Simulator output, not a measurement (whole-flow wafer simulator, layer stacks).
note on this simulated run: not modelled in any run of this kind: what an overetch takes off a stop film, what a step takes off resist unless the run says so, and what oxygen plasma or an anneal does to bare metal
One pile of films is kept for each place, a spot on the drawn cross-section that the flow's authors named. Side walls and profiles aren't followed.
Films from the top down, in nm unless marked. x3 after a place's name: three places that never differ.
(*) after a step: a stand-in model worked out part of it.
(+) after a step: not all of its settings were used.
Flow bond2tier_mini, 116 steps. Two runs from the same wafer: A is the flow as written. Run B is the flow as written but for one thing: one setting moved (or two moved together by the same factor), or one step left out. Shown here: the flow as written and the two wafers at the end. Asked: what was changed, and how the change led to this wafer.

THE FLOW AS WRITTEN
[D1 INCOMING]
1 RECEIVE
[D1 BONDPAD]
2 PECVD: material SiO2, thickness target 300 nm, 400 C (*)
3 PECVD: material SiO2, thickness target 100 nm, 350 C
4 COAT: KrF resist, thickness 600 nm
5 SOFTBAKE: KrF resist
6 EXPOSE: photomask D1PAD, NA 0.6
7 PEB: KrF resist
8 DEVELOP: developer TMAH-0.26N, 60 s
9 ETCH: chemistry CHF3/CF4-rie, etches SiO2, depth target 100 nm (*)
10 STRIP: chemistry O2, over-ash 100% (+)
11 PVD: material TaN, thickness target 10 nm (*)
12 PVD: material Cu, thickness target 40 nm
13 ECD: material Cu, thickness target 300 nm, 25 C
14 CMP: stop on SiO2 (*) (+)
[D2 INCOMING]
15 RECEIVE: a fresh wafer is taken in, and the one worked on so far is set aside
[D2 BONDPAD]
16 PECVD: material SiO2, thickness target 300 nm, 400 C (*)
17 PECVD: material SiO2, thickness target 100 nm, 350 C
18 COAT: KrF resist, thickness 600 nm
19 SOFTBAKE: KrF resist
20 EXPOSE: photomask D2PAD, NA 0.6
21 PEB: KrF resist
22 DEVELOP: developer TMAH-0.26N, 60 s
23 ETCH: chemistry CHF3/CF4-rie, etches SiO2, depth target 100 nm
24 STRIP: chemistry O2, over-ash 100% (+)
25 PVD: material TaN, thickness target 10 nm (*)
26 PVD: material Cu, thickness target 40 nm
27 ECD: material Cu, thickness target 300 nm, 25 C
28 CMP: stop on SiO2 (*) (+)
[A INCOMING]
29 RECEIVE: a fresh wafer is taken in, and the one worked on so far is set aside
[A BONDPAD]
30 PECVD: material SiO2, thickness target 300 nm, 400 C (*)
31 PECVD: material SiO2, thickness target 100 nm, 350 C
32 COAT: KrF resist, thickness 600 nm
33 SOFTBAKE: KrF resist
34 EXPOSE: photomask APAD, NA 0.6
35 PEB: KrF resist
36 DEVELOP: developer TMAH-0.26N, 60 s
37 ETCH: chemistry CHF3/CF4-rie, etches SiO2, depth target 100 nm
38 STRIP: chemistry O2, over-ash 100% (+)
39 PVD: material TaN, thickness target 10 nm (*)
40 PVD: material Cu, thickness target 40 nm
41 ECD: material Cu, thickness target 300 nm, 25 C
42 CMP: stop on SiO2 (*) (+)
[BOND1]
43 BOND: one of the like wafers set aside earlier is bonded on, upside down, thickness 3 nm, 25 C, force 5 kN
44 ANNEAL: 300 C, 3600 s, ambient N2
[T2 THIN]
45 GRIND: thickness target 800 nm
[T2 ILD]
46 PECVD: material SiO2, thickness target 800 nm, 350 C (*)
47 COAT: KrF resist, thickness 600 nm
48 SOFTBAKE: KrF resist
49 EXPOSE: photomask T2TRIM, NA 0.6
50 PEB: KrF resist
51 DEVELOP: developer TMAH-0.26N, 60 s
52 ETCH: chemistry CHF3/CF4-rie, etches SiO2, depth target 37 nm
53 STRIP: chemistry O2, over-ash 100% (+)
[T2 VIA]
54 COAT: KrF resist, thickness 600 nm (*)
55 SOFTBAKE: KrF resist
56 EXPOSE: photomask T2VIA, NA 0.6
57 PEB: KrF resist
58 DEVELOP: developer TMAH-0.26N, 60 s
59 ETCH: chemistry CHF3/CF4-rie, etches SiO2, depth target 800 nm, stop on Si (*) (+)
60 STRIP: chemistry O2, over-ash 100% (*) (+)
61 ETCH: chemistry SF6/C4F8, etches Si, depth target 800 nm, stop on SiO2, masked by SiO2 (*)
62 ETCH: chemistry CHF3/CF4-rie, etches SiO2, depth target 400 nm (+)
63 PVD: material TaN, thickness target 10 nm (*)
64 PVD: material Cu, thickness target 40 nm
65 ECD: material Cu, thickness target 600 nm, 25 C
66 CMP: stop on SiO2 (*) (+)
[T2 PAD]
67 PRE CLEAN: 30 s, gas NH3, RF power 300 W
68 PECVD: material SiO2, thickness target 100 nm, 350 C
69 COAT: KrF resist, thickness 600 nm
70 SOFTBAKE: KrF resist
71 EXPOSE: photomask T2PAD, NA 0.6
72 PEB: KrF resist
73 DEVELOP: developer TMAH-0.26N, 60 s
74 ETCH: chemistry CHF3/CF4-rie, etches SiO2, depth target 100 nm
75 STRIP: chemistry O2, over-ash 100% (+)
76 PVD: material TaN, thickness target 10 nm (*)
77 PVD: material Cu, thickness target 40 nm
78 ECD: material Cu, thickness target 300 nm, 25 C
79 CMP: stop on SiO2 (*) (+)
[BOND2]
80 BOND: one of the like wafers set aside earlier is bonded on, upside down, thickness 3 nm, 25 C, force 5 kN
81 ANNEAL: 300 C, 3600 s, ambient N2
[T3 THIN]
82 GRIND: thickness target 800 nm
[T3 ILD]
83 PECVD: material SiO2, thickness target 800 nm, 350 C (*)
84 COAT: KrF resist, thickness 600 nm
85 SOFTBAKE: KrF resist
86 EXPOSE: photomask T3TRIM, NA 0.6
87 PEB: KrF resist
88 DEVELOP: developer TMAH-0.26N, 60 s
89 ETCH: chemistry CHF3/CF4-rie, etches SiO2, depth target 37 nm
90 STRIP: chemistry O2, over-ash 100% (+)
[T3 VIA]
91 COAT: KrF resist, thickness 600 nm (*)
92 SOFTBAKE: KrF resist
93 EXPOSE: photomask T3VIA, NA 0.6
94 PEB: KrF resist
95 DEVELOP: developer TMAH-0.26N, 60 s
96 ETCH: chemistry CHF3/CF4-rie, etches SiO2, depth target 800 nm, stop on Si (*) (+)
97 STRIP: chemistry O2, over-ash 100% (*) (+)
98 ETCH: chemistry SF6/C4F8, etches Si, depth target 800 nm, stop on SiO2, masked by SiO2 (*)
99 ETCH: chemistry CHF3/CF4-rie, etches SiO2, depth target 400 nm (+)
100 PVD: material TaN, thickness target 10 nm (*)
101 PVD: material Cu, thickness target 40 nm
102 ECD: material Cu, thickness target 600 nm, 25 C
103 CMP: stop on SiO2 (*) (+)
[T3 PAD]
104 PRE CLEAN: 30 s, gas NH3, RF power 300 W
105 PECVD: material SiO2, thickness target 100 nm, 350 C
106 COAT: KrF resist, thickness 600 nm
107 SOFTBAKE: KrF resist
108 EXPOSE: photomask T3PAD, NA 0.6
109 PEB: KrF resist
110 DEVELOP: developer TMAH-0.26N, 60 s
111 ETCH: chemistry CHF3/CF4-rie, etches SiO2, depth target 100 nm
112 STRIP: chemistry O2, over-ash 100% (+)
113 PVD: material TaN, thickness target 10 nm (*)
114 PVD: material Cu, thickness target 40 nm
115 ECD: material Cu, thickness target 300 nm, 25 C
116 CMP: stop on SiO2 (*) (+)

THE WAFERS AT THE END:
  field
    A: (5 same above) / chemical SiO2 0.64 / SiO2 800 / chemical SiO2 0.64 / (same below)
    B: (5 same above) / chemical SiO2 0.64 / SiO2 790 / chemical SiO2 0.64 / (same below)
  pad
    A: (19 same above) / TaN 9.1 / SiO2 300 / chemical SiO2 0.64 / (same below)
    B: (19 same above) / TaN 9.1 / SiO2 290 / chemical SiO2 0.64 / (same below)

The cause: step 31, PECVD: thickness target 90 nm was run, where the flow has thickness target 100 nm.

How the change led to this, step by step:
  31 PECVD: material SiO2, thickness target 100 nm, 350 C
      field, pad, via: A SiO2 +100 | B SiO2 +90
